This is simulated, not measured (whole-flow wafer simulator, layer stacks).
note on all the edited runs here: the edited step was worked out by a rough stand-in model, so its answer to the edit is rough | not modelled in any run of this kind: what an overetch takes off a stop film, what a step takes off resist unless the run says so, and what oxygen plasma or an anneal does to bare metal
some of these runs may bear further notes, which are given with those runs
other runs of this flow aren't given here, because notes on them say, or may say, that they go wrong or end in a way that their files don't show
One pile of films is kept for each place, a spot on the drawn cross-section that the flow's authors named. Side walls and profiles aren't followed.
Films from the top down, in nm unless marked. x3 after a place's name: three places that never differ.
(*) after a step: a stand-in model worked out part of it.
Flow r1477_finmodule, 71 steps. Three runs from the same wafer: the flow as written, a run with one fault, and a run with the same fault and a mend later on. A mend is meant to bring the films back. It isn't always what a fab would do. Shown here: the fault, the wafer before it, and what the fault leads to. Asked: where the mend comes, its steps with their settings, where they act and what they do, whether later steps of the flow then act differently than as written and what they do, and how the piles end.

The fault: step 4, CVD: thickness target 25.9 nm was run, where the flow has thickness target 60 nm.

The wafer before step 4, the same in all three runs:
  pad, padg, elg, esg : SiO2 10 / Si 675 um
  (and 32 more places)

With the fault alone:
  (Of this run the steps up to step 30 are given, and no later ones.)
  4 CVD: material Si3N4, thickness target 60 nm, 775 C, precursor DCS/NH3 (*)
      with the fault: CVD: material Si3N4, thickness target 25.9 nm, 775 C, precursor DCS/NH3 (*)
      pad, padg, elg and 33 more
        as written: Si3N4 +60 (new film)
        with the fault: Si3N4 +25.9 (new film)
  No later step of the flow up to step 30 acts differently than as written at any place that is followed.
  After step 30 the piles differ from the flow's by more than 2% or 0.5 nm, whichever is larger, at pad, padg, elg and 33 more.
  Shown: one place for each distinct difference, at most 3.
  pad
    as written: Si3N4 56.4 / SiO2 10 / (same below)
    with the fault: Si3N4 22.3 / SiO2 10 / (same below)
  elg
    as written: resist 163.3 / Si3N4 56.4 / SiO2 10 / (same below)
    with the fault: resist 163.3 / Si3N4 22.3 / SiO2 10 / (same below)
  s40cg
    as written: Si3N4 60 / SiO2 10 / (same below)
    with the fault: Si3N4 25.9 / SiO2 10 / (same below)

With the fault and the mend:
  The mend comes after step 5.
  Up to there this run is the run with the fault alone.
  5a ETCH: chemistry h3po4, depth target 29.78 nm
      pad, padg, elg and 33 more
        Si3N4 -25.9 (all of it)
  5b CLEAN: chemistry SC1/SC2 (the flow's step 2 once more)
      changes no film at any place that is followed
  5c CVD: material Si3N4, thickness target 60 nm, 775 C, precursor DCS/NH3 (*) (the flow's step 4 once more)
      pad, padg, elg and 33 more
        Si3N4 +60 (new film)
  No later step of the flow acts differently than as written at any place that is followed.
  At the end the piles are the same as the flow's at every place that both follow.
